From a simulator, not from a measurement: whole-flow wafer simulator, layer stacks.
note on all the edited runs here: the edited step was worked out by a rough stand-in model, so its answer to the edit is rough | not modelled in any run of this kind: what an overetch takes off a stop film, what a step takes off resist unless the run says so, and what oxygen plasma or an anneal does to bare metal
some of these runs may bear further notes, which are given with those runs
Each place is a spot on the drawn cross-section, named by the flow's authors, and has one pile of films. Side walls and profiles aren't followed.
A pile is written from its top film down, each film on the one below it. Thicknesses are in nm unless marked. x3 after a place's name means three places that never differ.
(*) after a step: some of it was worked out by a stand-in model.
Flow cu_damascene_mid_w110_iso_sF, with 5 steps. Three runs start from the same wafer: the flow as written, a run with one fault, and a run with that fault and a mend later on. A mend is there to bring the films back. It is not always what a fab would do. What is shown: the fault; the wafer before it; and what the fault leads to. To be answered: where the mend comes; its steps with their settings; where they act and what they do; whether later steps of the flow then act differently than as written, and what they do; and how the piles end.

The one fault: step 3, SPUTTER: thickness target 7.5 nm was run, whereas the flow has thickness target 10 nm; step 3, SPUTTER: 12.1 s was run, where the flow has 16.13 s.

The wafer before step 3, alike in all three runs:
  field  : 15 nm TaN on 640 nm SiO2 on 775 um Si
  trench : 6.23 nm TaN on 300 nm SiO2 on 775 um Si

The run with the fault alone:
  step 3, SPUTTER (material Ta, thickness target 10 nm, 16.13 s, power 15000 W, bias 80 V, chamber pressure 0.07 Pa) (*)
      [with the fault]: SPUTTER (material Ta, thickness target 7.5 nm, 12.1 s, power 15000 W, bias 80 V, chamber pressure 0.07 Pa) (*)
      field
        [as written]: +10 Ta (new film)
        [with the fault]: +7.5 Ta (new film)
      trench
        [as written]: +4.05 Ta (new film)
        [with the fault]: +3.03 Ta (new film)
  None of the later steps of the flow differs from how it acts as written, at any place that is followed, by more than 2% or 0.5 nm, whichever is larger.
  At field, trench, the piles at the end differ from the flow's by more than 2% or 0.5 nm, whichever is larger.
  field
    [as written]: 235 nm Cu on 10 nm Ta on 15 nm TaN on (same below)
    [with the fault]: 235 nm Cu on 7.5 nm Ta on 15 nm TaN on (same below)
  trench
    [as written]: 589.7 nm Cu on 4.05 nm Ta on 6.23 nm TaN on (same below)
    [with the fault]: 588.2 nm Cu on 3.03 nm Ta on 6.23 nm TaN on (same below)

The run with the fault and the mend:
  The mend follows step 3.
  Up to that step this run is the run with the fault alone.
  step 3a, SPUTTER (material Ta, thickness target 2.5 nm, 4.032 s, power 15000 W, bias 80 V, chamber pressure 0.07 Pa) (*) (the flow's step 3 again, with other settings)
      field
        +2.5 Ta
      trench
        +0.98 Ta
  None of the later steps of the flow differs from how it acts as written, at any place that is followed, by more than 2% or 0.5 nm, whichever is larger.
  At the end the piles are close to the flow's at the places that both follow, differing by at most 2% or 0.5 nm, whichever is larger.
